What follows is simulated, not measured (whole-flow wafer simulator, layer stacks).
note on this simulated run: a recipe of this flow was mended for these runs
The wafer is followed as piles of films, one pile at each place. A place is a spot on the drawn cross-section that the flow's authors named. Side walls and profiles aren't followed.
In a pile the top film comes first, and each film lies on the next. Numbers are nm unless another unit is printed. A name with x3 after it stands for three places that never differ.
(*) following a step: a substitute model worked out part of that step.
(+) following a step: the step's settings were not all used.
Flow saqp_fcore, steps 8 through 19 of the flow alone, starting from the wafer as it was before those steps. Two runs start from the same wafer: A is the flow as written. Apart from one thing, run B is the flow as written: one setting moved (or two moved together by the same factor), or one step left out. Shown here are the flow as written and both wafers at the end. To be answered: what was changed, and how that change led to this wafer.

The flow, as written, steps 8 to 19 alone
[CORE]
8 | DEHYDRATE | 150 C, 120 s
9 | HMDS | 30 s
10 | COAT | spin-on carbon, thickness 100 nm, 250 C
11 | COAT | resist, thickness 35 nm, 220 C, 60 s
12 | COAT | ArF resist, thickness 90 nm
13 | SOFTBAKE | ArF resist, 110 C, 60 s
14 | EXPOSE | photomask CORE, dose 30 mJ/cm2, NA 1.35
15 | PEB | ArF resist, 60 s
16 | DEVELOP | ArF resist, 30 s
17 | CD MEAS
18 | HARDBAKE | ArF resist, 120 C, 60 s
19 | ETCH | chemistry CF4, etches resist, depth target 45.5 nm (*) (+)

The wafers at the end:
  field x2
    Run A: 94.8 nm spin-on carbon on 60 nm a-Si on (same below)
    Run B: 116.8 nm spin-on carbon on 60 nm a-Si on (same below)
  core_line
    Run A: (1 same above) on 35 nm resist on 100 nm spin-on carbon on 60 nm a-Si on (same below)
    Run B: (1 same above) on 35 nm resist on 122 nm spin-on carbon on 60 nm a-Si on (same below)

Cause: step 10, COAT: thickness 122 nm was run, while the flow as written has thickness 100 nm.
The wafer lets one read it off: core_line has spin-on carbon 122, and step 10 as written asks for 100 nm.

How this came from the change, step by step:
  10 | COAT | spin-on carbon, thickness 100 nm, 250 C
      field x2, core_line: A +100 spin-on carbon (new film) | B +122 spin-on carbon (new film)
